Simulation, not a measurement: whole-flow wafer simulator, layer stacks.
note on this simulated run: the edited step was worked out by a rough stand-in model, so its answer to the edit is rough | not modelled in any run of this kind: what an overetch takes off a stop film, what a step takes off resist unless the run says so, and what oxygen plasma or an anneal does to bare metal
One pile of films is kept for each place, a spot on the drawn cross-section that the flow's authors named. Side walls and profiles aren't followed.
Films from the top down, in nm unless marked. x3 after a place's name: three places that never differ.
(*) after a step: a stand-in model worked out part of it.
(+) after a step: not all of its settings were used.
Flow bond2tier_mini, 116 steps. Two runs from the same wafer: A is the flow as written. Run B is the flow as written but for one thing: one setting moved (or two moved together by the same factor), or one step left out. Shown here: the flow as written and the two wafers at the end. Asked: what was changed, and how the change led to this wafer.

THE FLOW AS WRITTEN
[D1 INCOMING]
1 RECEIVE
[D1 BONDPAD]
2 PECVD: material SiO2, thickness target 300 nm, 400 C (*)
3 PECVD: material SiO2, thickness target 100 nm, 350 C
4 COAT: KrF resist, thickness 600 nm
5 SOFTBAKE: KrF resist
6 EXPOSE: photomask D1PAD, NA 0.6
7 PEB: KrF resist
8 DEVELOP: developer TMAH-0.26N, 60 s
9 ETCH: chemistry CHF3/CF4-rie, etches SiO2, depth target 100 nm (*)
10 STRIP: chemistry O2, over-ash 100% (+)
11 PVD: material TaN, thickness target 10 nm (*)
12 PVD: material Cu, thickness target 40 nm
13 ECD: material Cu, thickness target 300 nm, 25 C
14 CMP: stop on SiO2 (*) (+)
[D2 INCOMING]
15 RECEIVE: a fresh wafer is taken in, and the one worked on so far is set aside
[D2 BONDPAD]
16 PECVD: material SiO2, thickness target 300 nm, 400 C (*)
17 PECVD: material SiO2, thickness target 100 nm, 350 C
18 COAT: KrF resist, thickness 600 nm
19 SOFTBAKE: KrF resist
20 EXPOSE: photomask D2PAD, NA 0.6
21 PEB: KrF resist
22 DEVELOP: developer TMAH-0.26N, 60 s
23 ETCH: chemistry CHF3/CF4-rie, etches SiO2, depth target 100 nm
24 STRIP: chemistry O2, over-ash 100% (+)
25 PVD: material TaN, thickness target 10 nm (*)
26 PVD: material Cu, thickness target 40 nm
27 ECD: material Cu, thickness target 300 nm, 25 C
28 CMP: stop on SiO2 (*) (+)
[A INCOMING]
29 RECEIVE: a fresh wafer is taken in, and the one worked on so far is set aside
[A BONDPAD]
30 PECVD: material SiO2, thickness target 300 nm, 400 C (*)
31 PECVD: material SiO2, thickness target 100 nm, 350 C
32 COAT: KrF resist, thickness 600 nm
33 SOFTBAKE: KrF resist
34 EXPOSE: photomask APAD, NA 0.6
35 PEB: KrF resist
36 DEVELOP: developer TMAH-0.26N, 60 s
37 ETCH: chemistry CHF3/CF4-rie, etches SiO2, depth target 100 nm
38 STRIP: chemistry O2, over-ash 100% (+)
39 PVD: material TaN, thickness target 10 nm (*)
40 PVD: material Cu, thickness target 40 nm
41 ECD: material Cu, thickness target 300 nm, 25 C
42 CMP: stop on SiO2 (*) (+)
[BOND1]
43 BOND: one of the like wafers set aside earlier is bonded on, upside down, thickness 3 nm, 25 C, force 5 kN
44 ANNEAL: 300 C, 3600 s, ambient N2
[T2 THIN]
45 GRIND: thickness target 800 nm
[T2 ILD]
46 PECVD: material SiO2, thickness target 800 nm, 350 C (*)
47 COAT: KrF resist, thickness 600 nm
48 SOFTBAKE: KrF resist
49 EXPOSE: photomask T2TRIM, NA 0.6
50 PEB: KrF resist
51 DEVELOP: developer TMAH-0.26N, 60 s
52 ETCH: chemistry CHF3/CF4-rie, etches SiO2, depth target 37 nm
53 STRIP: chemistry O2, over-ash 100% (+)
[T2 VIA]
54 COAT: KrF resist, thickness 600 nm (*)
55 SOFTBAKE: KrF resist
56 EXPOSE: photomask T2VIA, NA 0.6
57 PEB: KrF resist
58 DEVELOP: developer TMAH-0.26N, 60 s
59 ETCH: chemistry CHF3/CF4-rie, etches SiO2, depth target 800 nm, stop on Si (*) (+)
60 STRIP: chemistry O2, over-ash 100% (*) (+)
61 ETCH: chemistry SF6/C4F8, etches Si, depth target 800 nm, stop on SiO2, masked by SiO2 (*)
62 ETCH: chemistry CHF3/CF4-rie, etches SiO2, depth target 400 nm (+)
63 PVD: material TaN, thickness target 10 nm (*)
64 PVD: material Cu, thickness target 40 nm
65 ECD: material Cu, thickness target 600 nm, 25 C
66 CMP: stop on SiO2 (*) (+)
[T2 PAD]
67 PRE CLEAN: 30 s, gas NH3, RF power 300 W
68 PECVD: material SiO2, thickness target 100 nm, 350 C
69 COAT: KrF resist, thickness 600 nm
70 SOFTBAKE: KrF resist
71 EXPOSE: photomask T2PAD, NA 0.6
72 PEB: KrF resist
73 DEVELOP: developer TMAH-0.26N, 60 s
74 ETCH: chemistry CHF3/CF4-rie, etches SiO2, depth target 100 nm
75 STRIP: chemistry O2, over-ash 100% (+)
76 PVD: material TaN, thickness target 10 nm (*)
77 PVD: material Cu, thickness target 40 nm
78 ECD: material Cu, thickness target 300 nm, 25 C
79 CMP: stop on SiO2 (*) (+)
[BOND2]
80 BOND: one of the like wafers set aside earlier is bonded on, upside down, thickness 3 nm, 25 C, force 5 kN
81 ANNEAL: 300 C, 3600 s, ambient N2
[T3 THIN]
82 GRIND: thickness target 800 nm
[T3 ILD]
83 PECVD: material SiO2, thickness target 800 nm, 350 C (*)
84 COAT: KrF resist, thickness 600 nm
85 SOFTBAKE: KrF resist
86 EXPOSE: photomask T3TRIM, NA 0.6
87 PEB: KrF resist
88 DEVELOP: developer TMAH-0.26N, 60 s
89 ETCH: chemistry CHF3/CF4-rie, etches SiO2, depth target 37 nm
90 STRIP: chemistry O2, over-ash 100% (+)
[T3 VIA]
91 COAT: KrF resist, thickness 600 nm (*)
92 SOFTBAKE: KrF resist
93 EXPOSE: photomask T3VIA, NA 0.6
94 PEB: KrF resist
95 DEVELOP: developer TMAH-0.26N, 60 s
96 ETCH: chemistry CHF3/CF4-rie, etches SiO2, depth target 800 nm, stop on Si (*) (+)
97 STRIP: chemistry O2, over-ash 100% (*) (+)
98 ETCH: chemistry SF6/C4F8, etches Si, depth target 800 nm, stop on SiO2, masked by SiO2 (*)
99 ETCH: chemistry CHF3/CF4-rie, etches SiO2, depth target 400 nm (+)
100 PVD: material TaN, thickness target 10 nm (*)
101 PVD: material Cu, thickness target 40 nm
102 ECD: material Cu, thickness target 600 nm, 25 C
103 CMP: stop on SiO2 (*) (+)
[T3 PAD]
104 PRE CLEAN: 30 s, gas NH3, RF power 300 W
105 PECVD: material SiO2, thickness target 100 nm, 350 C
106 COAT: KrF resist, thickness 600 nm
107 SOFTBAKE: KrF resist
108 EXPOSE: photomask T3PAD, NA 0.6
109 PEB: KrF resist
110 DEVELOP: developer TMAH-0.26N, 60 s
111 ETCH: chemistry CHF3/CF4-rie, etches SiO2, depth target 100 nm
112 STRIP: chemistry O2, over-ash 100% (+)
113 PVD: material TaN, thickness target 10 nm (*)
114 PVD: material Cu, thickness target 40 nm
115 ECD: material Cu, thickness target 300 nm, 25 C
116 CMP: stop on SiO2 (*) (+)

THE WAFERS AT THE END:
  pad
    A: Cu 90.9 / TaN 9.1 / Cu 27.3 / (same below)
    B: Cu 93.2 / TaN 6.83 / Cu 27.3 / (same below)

The cause: step 113, PVD: thickness target 7.5 nm was run, where the flow has thickness target 10 nm.

How the change led to this, step by step:
  113 PVD: material TaN, thickness target 10 nm (*)
      field: A TaN +10 (new film) | B TaN +7.5 (new film)
      pad: A TaN +9.1 (new film) | B TaN +6.83 (new film)
  116 CMP: stop on SiO2 (*) (+)
      field: A Cu -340 (all of it), TaN -10 (all of it) | B Cu -340 (all of it), TaN -7.5 (all of it)
